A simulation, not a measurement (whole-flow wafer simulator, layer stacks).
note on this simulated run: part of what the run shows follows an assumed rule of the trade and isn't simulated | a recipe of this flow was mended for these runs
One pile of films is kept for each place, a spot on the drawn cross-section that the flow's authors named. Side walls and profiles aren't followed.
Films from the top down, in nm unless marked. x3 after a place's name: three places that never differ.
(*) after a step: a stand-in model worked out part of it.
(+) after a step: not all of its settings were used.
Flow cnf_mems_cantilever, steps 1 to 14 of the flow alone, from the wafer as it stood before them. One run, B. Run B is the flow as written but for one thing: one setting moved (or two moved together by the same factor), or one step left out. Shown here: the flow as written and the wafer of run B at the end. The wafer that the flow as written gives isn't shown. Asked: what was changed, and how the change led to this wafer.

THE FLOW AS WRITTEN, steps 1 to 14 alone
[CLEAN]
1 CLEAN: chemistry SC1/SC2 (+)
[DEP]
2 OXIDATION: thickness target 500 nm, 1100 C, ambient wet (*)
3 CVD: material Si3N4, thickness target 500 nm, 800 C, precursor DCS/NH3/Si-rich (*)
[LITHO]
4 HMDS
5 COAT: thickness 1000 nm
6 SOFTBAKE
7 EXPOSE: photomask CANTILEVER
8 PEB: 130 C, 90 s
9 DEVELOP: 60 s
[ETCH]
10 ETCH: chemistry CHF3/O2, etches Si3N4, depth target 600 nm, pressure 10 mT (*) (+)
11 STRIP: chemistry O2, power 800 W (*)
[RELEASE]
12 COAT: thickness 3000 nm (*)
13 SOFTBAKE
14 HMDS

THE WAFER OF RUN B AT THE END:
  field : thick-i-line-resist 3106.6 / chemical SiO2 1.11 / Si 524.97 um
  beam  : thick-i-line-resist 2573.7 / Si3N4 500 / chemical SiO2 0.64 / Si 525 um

The cause: step 2, OXIDATION: thickness target 500 nm, 1100 C, ambient wet (*), was left out.

How the change led to this, step by step:
  10 ETCH: chemistry CHF3/O2, etches Si3N4, depth target 600 nm, pressure 10 mT (*) (+)
      field: Si3N4 -500 (all of it), chemical SiO2 -0.64 (all of it), Si -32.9 (as written it would be: Si3N4 -500 (all of it), SiO2 -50)
  11 STRIP: chemistry O2, power 800 W (*)
      field: chemical SiO2 +1.11 (new film), Si -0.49 (as written it would be: nothing)
  13 SOFTBAKE
      beam: thick-i-line-resist -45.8 (as written it would be: thick-i-line-resist -47.6)
